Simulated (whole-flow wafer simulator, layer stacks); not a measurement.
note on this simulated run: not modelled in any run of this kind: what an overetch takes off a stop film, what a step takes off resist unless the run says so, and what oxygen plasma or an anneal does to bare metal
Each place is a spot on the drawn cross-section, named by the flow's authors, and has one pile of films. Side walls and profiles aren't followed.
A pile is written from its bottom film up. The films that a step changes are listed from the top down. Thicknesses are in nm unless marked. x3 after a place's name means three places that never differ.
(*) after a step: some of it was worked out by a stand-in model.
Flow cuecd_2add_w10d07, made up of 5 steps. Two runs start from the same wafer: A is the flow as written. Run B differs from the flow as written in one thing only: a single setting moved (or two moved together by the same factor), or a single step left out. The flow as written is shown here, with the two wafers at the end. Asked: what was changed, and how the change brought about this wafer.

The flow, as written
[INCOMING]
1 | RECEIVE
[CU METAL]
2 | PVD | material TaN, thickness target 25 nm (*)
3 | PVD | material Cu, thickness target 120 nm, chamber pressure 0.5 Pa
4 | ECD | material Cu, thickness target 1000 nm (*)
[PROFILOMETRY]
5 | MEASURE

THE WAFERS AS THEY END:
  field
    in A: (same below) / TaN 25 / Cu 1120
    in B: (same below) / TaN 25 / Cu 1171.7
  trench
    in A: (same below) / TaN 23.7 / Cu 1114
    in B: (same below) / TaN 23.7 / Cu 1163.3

What caused this: step 3, PVD: thickness target 171.7 nm was run, while the flow as written has thickness target 120 nm.

Step by step, how the change led to this:
  3 | PVD | material Cu, thickness target 120 nm, chamber pressure 0.5 Pa
      field: A Cu gains 120 (new film) | B Cu gains 171.7 (new film)
      trench: A Cu gains 114 (new film) | B Cu gains 163.3 (new film)
